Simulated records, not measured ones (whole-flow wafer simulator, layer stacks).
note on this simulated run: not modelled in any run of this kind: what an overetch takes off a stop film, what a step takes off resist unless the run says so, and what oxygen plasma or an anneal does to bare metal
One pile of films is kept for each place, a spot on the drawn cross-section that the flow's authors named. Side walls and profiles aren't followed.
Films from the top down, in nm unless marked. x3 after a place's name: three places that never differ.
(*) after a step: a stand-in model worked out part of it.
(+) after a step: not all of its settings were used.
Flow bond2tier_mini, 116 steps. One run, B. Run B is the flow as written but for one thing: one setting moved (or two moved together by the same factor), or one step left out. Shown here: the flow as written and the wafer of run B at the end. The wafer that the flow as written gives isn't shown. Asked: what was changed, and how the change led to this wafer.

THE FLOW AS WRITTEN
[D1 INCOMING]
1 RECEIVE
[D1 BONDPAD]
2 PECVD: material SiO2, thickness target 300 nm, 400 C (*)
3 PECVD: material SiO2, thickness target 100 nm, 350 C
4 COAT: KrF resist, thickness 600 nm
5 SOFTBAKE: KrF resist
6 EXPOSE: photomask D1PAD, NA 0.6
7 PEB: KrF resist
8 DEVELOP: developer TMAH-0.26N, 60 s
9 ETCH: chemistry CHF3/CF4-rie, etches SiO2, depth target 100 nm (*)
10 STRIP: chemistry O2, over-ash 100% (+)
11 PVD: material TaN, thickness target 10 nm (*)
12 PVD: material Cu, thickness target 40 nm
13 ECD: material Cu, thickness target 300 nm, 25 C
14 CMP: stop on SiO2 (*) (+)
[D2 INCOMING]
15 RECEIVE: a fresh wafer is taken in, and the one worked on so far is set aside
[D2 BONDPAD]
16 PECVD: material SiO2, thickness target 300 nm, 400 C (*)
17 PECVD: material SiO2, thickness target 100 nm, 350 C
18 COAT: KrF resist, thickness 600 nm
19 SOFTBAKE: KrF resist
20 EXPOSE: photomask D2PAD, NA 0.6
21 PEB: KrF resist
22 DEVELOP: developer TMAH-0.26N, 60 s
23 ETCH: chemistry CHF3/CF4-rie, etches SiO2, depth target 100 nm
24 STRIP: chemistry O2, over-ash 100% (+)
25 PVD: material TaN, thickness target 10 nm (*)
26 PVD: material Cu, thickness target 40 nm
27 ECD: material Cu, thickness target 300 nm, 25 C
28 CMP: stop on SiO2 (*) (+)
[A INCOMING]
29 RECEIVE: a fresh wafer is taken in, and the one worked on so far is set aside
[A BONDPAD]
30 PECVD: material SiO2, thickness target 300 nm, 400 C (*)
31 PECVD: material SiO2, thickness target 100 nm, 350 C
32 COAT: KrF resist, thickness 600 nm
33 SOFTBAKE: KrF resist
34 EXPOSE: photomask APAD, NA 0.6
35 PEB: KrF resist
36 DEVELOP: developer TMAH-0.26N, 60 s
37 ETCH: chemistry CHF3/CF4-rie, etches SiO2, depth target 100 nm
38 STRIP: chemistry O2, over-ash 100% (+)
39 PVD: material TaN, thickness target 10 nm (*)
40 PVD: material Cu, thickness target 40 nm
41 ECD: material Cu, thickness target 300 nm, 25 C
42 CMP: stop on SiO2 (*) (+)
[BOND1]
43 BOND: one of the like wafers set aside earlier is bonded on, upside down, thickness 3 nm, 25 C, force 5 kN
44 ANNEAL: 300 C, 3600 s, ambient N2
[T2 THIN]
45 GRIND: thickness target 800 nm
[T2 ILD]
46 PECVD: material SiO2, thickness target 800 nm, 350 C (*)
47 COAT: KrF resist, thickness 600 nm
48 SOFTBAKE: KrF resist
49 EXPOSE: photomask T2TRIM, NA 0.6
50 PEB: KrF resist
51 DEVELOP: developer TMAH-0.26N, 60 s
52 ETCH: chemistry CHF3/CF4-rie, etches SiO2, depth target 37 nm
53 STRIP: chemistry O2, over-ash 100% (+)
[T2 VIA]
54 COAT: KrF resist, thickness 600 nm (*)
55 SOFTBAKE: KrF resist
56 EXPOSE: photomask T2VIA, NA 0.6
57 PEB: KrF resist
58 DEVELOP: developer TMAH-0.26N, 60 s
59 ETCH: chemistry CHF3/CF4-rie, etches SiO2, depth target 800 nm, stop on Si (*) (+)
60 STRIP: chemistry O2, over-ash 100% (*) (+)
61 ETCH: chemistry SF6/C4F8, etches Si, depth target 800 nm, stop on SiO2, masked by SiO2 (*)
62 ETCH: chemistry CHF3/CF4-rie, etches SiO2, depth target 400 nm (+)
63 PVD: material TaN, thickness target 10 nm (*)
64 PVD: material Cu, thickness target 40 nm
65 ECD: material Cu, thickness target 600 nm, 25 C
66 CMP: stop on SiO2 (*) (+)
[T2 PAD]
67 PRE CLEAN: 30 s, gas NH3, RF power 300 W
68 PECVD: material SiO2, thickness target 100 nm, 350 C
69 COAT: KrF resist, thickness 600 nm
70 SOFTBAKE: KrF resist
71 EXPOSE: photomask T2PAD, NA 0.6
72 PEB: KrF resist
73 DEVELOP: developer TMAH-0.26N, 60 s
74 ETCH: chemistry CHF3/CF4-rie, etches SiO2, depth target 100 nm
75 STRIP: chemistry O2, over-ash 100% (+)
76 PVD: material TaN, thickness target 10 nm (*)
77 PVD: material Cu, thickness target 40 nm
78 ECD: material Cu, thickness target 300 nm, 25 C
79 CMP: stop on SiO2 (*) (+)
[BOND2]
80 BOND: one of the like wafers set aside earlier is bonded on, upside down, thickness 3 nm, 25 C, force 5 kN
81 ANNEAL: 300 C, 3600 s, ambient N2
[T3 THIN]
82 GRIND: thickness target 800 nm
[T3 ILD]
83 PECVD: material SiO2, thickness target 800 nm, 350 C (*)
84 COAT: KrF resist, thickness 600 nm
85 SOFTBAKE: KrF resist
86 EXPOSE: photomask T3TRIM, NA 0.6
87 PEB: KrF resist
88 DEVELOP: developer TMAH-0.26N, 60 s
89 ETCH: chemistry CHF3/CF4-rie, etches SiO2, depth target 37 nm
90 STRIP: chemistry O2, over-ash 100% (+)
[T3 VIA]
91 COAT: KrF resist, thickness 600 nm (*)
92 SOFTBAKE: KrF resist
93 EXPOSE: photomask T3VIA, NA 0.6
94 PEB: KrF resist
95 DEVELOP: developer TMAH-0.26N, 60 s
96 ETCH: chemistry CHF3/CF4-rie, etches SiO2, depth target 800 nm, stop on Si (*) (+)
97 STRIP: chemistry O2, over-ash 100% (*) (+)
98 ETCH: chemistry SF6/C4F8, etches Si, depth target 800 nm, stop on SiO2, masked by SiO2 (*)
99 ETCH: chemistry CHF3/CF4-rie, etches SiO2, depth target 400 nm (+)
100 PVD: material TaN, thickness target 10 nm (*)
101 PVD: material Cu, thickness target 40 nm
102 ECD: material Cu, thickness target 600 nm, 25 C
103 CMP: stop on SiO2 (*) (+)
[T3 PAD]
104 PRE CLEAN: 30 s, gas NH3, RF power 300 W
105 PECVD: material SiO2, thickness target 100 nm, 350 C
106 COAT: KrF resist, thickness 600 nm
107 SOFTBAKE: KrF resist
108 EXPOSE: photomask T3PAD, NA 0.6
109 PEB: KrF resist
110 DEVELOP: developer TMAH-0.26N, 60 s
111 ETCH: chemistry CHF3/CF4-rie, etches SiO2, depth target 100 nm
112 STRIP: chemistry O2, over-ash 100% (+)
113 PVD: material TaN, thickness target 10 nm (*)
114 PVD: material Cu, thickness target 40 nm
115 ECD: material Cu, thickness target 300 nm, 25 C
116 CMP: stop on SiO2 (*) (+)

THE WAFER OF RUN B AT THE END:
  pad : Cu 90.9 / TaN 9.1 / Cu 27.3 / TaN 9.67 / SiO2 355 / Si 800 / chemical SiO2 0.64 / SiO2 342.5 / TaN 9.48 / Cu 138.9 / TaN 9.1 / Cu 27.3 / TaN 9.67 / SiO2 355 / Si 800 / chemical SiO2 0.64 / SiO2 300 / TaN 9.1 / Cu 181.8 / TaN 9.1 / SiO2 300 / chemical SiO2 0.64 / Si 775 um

The cause: step 23, ETCH: depth target 57.5 nm was run, where the flow has depth target 100 nm.

How the change led to this, step by step:
  23 ETCH: chemistry CHF3/CF4-rie, etches SiO2, depth target 100 nm
      pad, via: SiO2 -57.5 (as written it would be: SiO2 -100)
      field: KrF resist -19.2 (as written it would be: KrF resist -33.3)
  24 STRIP: chemistry O2, over-ash 100% (+)
      field: KrF resist -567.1 (all of it) (as written it would be: KrF resist -552.9 (all of it))
  26 PVD: material Cu, thickness target 40 nm
      pad: Cu +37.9 (new film) (as written it would be: Cu +36.4 (new film))
  27 ECD: material Cu, thickness target 300 nm, 25 C
      pad: Cu +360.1 (as written it would be: Cu +404.5)
      via: Cu +357.5 (as written it would be: Cu +400.2)
  80 BOND: one of the like wafers set aside earlier is bonded on, upside down, thickness 3 nm, 25 C, force 5 kN
      pad: Si +775 um (new film), chemical SiO2 +0.64 (new film), SiO2 +342.5 (new film), TaN +9.48 (new film), Cu +48 (as written it would be: Si +775 um (new film), chemical SiO2 +0.64 (new film), SiO2 +300 (new film), TaN +9.1 (new film), Cu +90.9)
